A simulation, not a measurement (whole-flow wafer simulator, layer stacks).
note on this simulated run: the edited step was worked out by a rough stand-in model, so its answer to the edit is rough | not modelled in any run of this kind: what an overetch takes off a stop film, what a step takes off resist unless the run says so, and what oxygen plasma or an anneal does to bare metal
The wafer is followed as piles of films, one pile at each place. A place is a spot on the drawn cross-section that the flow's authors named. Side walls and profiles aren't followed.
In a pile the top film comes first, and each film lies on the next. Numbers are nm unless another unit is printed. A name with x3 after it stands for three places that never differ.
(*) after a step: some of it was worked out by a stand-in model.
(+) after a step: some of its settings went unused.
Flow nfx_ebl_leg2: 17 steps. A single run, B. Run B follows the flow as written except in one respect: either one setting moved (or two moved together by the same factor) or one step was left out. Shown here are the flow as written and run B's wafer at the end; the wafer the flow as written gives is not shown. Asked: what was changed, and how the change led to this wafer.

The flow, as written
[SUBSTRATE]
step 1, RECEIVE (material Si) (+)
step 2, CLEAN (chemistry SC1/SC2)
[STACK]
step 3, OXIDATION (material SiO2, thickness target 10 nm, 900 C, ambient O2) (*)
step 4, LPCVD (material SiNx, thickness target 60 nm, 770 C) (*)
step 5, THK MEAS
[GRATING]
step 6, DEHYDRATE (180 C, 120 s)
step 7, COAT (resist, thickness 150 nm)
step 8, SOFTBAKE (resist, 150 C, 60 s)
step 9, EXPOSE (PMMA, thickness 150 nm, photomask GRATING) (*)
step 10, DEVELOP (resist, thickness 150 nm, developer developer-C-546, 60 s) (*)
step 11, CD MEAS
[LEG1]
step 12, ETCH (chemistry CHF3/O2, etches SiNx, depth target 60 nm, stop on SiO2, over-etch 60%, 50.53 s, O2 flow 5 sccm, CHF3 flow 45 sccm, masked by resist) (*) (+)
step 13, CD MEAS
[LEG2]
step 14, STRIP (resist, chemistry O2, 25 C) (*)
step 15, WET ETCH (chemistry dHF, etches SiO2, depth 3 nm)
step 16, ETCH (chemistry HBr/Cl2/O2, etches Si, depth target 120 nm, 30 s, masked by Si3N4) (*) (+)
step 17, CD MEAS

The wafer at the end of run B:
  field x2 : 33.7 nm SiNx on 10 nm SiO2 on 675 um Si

Cause: step 4, LPCVD: thickness target 40.5 nm was run, while the flow as written has thickness target 60 nm.

The path from the change to this, step by step:
  step 4, LPCVD (material SiNx, thickness target 60 nm, 770 C) (*)
      field x2, pad x2: SiNx gains 40.5 (new film) (it would be, as written: SiNx gains 60 (new film))
  step 12, ETCH (chemistry CHF3/O2, etches SiNx, depth target 60 nm, stop on SiO2, over-etch 60%, 50.53 s, O2 flow 5 sccm, CHF3 flow 45 sccm, masked by resist) (*) (+)
      pad x2: SiNx loses 40.5 (all of it), SiO2 loses 10 (all of it) (it would be, as written: SiNx loses 60 (all of it), SiO2 loses 10 (all of it))
